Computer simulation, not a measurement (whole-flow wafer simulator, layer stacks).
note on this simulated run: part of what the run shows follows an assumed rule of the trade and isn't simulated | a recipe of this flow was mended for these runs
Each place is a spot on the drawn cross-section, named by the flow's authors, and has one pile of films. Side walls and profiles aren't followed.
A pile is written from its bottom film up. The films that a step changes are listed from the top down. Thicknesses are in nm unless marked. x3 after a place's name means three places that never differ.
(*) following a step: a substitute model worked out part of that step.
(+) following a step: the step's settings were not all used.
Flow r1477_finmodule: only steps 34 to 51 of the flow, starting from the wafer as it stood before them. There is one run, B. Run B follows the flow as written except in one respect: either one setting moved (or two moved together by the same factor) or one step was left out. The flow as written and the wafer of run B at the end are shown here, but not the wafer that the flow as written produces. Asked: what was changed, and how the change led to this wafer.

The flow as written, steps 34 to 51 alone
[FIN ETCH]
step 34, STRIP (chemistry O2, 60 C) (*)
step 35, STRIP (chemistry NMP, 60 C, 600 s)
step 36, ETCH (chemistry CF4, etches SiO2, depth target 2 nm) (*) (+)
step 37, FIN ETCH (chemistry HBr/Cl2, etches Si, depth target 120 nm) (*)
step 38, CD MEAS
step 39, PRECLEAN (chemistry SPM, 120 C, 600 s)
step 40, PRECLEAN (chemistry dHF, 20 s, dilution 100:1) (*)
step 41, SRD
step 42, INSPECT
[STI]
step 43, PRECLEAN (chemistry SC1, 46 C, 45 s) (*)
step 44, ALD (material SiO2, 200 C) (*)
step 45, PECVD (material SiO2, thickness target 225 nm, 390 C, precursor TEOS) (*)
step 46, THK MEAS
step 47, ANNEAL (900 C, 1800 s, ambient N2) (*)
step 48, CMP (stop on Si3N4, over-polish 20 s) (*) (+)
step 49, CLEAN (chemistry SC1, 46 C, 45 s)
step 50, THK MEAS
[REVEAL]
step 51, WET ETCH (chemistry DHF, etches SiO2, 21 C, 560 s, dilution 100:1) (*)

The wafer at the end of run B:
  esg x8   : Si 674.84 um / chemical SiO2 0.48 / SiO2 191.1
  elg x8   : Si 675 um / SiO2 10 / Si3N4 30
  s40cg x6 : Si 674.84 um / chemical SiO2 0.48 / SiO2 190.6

What caused this: step 37, FIN ETCH: depth target 148.8 nm was run, while the flow as written has depth target 120 nm.

How this came from the change, step by step:
  step 37, FIN ETCH (chemistry HBr/Cl2, etches Si, depth target 120 nm) (*)
      pad x2, esg x8, s40cg x6, s40sg x6: -148.8 Si (as written it would have been: -120 Si)
      elg x8: -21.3 Si3N4 (as written it would have been: -17.1 Si3N4)
      (also at 6 further places)
  step 44, ALD (material SiO2, 200 C) (*)
      esg x8: +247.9 SiO2 (new film) (as written it would have been: +223.2 SiO2 (new film))
      s40cg x6: +289.8 SiO2 (new film) (as written it would have been: +263.2 SiO2 (new film))
      (also at 6 further places)
  step 48, CMP (stop on Si3N4, over-polish 20 s) (*) (+)
      pad x2: -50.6 SiO2 (as written it would have been: -79.4 SiO2)
  step 51, WET ETCH (chemistry DHF, etches SiO2, 21 C, 560 s, dilution 100:1) (*)
      elg x8: -26.4 SiO2 (all of it), -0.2 Si3N4 (as written it would have been: -22.3 SiO2 (all of it), -0.41 Si3N4)
